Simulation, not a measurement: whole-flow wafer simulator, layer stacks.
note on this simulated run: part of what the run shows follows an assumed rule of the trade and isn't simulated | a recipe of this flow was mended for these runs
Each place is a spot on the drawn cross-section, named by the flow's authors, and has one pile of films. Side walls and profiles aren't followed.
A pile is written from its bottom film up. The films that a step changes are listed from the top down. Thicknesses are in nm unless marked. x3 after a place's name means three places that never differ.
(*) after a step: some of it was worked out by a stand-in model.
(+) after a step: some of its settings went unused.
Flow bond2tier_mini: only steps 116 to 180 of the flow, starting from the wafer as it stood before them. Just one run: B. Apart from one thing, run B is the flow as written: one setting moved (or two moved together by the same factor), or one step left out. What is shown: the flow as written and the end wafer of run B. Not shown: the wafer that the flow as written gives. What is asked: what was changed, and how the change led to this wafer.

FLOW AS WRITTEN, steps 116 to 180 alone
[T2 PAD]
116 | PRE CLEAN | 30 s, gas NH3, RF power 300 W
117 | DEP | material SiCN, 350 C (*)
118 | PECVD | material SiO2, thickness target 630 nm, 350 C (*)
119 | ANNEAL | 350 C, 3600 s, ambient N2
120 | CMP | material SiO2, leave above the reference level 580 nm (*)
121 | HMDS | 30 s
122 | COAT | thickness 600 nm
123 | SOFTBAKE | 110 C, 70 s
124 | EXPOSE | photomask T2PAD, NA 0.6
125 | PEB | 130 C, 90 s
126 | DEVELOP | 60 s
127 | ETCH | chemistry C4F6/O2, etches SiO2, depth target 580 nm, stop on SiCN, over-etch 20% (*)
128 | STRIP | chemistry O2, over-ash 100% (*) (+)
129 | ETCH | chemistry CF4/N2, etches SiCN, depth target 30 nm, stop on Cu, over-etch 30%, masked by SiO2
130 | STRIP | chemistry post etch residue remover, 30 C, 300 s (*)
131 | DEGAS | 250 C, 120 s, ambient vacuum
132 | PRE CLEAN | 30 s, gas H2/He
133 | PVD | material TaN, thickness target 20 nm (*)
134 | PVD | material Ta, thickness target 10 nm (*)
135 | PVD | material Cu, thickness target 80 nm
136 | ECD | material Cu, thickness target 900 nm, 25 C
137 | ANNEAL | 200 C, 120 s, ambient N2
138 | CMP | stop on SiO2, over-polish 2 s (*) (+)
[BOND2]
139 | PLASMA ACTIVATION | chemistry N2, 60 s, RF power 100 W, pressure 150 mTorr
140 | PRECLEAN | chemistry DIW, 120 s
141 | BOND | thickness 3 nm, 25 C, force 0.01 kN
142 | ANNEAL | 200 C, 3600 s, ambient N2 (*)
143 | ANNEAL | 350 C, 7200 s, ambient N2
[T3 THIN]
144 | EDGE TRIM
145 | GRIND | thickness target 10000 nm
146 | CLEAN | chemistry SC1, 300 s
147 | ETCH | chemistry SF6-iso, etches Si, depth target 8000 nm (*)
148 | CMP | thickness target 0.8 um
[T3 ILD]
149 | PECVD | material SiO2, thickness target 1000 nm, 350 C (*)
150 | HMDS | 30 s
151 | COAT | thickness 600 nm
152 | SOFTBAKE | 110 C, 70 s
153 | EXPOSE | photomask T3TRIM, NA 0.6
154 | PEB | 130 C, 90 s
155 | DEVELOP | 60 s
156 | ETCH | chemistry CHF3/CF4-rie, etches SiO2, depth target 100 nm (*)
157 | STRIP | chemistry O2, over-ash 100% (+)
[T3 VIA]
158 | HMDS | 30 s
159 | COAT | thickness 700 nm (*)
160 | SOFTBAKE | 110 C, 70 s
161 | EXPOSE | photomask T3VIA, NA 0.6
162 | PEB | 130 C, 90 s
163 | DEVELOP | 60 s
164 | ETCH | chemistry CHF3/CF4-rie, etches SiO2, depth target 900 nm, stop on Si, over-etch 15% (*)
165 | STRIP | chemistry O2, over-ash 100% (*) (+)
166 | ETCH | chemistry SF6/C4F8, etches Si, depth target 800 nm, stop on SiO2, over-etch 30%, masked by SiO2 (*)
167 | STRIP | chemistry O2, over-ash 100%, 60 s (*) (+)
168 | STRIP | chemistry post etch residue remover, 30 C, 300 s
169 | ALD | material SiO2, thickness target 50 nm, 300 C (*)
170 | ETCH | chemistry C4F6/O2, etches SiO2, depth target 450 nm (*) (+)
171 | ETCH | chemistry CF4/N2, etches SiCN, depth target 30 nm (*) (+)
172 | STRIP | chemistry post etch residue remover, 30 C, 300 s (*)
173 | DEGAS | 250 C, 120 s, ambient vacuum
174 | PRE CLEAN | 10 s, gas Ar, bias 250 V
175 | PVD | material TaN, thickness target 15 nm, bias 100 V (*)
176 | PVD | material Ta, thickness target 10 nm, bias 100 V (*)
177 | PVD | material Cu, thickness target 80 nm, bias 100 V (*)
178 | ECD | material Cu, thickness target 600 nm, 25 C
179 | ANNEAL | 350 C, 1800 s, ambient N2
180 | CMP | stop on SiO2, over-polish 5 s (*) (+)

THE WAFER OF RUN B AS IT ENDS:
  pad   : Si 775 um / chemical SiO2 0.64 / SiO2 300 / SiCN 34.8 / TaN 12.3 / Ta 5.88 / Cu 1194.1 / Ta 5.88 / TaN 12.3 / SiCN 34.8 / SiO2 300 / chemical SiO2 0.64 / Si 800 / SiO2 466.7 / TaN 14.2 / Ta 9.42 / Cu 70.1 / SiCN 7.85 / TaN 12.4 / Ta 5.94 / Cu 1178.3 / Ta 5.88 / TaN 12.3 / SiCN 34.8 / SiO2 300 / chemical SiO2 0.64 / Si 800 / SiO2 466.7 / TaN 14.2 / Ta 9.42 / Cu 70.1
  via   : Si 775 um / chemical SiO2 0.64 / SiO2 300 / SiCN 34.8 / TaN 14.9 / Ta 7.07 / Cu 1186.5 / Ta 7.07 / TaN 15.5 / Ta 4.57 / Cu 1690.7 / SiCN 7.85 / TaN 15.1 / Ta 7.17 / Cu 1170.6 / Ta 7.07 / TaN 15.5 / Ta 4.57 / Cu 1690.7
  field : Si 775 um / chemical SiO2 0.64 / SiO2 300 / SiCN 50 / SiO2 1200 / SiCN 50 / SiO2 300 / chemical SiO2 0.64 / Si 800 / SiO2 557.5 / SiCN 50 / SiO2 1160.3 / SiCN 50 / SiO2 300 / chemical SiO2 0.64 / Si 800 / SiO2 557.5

The reason: step 127, ETCH: over-etch 8.5% was run, though the flow has over-etch 20%; step 129, ETCH: over-etch 12.8% was run, where the flow has over-etch 30%.

How this came from the change, step by step:
  127 | ETCH | chemistry C4F6/O2, etches SiO2, depth target 580 nm, stop on SiCN, over-etch 20% (*)
      pad, via: -580 SiO2 (all of it), -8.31 SiCN (as written it would have been: -580 SiO2 (all of it), -19.6 SiCN)
      field: -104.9 thick-KrF-resist (as written it would have been: -116 thick-KrF-resist)
  128 | STRIP | chemistry O2, over-ash 100% (*) (+)
      field: -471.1 thick-KrF-resist (all of it) (as written it would have been: -459.9 thick-KrF-resist (all of it))
  129 | ETCH | chemistry CF4/N2, etches SiCN, depth target 30 nm, stop on Cu, over-etch 30%, masked by SiO2
      pad, via: -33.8 SiCN (as written it would have been: -30.4 SiCN (all of it), -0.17 Cu)
      field: -22.6 SiO2 (as written it would have been: -26 SiO2)
  130 | STRIP | chemistry post etch residue remover, 30 C, 300 s (*)
      pad, via: nothing (as written it would have been: -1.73 Cu)
With metal films that touch counted as one body, pad has 4 bodies (between them, from the top down: SiO2 466.7 / Si 800 / chemical SiO2 0.64 / SiO2 300 / SiCN 34.8; SiCN 7.85; SiO2 466.7 / Si 800 / chemical SiO2 0.64 / SiO2 300 / SiCN 34.8); the flow as written gives 3 bodies (between them, from the top down: SiO2 466.7 / Si 800 / chemical SiO2 0.64 / SiO2 300 / SiCN 34.8; SiO2 466.7 / Si 800 / chemical SiO2 0.64 / SiO2 300 / SiCN 34.8).
With metal films that touch counted as one body, via has 2 bodies (between them, from the top down: SiCN 7.85); the flow as written gives 1 body.
